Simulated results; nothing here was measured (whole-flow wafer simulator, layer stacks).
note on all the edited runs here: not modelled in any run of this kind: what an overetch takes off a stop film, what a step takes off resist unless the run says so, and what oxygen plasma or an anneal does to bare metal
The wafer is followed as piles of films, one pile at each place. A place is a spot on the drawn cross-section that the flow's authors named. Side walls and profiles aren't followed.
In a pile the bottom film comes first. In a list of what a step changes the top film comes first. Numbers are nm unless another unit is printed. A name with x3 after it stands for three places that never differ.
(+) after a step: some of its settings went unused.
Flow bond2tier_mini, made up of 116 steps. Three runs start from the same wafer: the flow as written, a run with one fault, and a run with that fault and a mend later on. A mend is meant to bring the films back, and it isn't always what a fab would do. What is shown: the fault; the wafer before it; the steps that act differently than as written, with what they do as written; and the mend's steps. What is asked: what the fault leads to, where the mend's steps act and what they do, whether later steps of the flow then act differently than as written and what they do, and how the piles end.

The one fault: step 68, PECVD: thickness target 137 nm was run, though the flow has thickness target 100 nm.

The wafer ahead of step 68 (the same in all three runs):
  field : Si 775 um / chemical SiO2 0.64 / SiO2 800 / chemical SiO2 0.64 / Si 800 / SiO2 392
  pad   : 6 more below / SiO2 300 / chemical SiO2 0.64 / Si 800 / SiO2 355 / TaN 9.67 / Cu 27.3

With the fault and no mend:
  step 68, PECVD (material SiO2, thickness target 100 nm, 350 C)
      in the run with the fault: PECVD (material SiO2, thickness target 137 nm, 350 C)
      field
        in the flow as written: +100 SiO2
        in the run with the fault: +137 SiO2
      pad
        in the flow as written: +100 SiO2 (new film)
        in the run with the fault: +137 SiO2 (new film)
  Steps further on in the flow that do not act as written:
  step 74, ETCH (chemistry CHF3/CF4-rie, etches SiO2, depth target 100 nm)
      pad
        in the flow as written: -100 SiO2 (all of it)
        in the run with the fault: -100 SiO2
  By the end, the piles at field, pad depart from the flow's by more than 2% or 0.5 nm, whichever is larger.
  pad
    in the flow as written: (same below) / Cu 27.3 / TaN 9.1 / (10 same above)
    in the run with the fault: (same below) / Cu 27.3 / SiO2 37 / TaN 9.1 / (10 same above)
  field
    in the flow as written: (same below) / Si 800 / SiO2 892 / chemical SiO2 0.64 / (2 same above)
    in the run with the fault: (same below) / Si 800 / SiO2 929 / chemical SiO2 0.64 / (2 same above)

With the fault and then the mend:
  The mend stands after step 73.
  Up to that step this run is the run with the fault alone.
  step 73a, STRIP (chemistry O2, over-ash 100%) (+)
      field
        -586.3 KrF resist (all of it)
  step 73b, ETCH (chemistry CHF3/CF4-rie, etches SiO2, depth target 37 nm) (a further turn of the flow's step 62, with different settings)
      field, pad
        -37 SiO2
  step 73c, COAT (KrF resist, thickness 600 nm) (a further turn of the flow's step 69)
      field, pad
        +600 KrF resist (new film)
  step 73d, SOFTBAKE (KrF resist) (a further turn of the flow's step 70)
      does not change any film at any place that is followed
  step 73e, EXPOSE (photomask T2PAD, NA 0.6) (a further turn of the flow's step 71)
      does not change any film at any place that is followed
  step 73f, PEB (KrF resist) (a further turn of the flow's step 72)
      does not change any film at any place that is followed
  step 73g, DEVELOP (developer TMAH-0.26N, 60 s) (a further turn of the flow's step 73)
      field
        -13.7 KrF resist
      pad
        -600 KrF resist (all of it)
  Every later step of the flow that is run acts as written at every place that is followed.
  At every place that both follow, the piles at the end match the flow's.
